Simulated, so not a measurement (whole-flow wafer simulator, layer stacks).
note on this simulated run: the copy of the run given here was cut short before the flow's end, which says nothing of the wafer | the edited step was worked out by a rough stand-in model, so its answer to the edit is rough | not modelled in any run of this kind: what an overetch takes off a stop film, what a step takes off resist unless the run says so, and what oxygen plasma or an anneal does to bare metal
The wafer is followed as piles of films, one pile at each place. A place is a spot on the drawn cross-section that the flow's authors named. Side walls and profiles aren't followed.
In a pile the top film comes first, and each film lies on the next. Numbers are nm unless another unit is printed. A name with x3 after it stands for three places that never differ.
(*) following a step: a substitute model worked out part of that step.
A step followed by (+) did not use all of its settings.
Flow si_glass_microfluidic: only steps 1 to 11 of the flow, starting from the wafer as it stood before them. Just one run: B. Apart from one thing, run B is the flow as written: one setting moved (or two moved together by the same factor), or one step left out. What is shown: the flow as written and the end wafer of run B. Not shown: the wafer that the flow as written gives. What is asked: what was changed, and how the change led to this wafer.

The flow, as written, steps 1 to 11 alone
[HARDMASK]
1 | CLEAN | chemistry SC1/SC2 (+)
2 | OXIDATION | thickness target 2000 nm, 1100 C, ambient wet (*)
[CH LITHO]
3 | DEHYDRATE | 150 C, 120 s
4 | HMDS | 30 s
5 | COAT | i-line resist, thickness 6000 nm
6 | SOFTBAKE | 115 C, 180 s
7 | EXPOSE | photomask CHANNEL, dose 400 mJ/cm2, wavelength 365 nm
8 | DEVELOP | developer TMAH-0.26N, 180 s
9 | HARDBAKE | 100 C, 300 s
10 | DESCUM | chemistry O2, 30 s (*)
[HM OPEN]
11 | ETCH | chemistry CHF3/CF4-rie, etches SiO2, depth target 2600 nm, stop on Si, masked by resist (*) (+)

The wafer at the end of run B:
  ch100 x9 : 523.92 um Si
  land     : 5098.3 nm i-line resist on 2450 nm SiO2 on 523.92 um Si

What caused this: step 2, OXIDATION: thickness target 2450 nm was run, whereas the flow has thickness target 2000 nm.
One can read it off the wafer: land has SiO2 2450, and step 2 as written asks for 2000 nm.

How this came from the change, step by step:
  2 | OXIDATION | thickness target 2000 nm, 1100 C, ambient wet (*)
      land, ch100 x9: +2450 SiO2 (new film), -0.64 chemical SiO2 (all of it), -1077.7 Si (as written it would have been: +2000 SiO2 (new film), -0.64 chemical SiO2 (all of it), -879.7 Si)
  11 | ETCH | chemistry CHF3/CF4-rie, etches SiO2, depth target 2600 nm, stop on Si, masked by resist (*) (+)
      ch100 x9: -2450 SiO2 (all of it) (as written it would have been: -2000 SiO2 (all of it))
